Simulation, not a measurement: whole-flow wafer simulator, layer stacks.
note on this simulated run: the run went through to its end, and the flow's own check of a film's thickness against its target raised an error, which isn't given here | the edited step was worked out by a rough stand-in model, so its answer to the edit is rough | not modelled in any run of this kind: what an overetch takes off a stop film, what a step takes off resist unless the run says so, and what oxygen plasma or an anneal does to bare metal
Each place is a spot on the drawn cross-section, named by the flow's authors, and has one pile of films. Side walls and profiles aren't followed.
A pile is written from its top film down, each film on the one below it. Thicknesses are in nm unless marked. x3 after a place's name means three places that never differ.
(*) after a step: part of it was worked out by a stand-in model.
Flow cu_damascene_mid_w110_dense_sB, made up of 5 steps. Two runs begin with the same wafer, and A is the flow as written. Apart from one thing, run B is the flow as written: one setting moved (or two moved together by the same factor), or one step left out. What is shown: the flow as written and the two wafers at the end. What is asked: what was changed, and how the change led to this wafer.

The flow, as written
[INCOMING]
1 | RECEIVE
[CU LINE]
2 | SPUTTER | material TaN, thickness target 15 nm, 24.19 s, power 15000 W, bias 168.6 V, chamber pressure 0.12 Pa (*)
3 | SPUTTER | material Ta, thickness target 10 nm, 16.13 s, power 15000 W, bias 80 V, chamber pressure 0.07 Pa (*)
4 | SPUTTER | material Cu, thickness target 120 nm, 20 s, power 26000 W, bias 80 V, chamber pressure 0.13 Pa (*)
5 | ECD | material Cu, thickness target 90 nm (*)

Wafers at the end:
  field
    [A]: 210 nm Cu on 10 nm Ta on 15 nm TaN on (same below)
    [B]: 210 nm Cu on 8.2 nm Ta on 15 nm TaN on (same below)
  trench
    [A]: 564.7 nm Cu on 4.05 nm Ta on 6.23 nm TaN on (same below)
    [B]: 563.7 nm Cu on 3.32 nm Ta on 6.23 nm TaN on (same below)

What caused this: step 3, SPUTTER: thickness target 8.2 nm was run, while the flow as written has thickness target 10 nm; step 3, SPUTTER: 13.31 s was run, where the flow has 16.13 s.
One can read it off the wafer: field has Ta 8.2, and step 3 as written asks for 10 nm.

The path from the change to this, step by step:
  3 | SPUTTER | material Ta, thickness target 10 nm, 16.13 s, power 15000 W, bias 80 V, chamber pressure 0.07 Pa (*)
      field: A Ta gains 10 (new film) | B Ta gains 8.2 (new film)
      trench: A Ta gains 4.05 (new film) | B Ta gains 3.32 (new film)
